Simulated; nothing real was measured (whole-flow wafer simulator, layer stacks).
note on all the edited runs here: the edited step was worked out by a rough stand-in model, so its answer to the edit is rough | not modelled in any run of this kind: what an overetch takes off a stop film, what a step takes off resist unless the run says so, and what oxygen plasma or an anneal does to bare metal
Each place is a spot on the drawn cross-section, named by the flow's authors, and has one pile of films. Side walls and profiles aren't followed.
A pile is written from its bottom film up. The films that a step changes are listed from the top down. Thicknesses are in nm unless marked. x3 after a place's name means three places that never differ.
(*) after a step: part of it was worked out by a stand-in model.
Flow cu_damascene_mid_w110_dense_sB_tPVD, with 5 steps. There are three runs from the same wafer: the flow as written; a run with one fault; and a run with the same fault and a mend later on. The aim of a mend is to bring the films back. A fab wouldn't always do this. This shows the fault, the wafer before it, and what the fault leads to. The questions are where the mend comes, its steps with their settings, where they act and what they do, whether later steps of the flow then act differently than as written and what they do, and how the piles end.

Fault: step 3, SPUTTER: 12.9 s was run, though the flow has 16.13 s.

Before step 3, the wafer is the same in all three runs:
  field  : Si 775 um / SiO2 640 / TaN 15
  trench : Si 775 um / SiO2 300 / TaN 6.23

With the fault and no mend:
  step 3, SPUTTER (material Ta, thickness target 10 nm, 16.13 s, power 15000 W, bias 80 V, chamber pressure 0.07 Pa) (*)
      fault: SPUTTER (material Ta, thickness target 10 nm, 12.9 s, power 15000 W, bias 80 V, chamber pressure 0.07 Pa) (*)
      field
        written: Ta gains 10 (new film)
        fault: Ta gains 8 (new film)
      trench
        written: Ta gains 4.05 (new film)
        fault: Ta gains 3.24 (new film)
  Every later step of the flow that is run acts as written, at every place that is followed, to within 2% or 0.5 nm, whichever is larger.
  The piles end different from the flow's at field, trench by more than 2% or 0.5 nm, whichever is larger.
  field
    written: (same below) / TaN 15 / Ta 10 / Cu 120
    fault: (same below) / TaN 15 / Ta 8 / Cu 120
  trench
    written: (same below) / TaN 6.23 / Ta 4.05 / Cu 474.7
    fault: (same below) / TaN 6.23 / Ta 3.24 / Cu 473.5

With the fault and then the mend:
  The mend stands after step 3.
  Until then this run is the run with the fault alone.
  step 3a, SPUTTER (material Ta, thickness target 10 nm, 3.23 s, power 15000 W, bias 80 V, chamber pressure 0.07 Pa) (*) (the flow's step 3 again, with other settings)
      field
        Ta gains 2
      trench
        Ta gains 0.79
  Every later step of the flow that is run acts as written, at every place that is followed, to within 2% or 0.5 nm, whichever is larger.
  The piles end only slightly different from the flow's at the places that both follow, by no more than 2% or 0.5 nm, whichever is larger.
